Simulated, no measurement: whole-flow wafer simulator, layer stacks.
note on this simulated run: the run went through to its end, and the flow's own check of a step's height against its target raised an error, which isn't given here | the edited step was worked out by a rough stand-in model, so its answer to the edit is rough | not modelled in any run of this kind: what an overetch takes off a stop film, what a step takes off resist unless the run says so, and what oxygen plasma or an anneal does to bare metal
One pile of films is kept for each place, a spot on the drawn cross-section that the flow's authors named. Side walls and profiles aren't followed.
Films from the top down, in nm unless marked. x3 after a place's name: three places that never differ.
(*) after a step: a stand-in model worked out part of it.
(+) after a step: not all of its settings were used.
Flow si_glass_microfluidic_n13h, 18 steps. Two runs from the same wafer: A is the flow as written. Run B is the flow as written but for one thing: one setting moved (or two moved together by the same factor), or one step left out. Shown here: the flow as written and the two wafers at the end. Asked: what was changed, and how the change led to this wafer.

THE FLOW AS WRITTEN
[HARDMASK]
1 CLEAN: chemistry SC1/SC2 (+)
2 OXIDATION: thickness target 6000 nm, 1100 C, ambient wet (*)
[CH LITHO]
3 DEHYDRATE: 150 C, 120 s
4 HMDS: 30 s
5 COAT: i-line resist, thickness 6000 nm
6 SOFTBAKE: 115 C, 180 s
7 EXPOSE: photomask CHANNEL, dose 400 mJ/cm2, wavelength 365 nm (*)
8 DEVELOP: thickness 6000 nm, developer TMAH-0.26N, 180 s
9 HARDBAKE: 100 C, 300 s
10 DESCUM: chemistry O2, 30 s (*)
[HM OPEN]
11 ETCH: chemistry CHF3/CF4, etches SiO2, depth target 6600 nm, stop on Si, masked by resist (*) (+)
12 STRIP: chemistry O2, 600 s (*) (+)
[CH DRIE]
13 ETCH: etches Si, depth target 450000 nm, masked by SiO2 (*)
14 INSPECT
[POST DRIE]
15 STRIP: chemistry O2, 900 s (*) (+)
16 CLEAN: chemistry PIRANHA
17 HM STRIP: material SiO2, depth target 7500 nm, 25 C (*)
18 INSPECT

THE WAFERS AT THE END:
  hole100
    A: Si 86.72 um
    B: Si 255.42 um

The cause: step 13, ETCH: depth target 281200 nm was run, where the flow has depth target 450000 nm.

How the change led to this, step by step:
  13 ETCH: etches Si, depth target 450000 nm, masked by SiO2 (*)
      land: A SiO2 -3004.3 | B SiO2 -1879.6
      hole100: A chemical SiO2 -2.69 (all of it), Si -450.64 um | B chemical SiO2 -2.69 (all of it), Si -281.94 um
  17 HM STRIP: material SiO2, depth target 7500 nm, 25 C (*)
      land: A SiO2 -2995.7 (all of it) | B SiO2 -4120.4 (all of it)
